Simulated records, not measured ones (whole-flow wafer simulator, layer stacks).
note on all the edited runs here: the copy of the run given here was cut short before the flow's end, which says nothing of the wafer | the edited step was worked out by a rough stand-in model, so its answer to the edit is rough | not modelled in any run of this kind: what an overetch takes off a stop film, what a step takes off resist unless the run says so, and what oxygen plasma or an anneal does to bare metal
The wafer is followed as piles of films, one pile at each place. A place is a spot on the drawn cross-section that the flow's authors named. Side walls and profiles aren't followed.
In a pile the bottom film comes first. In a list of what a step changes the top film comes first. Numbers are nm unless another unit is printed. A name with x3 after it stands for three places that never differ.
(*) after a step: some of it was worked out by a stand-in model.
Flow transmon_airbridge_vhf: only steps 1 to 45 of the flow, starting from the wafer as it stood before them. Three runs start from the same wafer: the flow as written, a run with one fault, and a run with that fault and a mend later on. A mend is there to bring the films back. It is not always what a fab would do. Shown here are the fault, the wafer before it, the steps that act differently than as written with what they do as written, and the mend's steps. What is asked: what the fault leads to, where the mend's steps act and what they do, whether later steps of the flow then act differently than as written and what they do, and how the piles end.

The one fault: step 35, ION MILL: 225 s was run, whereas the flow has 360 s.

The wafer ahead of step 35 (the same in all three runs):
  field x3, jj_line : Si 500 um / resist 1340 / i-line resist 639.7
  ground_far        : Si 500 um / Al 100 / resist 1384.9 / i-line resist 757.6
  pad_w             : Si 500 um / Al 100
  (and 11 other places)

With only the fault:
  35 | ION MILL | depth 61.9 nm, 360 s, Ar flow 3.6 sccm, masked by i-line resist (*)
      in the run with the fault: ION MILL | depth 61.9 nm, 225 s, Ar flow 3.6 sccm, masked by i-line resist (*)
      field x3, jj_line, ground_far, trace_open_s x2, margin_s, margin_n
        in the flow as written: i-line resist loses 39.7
        in the run with the fault: i-line resist loses 24.8
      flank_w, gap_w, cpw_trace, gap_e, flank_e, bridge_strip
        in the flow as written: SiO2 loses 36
        in the run with the fault: SiO2 loses 22.5
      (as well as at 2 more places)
  Steps further on in the flow that do not act as written (3 other steps are not shown; they differ only slightly, by no more than 2% or 0.5 nm, whichever is larger):
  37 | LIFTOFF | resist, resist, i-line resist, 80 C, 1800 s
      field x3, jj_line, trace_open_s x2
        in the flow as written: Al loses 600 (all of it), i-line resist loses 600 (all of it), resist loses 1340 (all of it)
        in the run with the fault: Al loses 600 (all of it), i-line resist loses 614.9 (all of it), resist loses 1340 (all of it)
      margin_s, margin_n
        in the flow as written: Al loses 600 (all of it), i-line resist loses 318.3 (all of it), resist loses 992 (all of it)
        in the run with the fault: Al loses 600 (all of it), i-line resist loses 333.2 (all of it), resist loses 992 (all of it)
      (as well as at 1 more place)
  By the end, the piles at pad_w, pad_e depart from the flow's by more than 2% or 0.5 nm, whichever is larger.
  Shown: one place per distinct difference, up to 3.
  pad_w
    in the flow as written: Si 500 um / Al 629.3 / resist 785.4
    in the run with the fault: Si 500 um / Al 652.6 / resist 781.6

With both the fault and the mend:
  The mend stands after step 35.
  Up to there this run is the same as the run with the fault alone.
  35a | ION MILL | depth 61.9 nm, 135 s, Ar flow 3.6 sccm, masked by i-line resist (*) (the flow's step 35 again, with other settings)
      field x3, jj_line, ground_far, trace_open_s x2, margin_s, margin_n
        i-line resist loses 14.9
      flank_w, gap_w, cpw_trace, gap_e, flank_e, bridge_strip
        SiO2 loses 13.5
      pad_w, pad_e
        Al loses 23.2
  Every later step of the flow that is run acts as written at every place that is followed.
  The piles end the same as the flow's at every place that both follow.
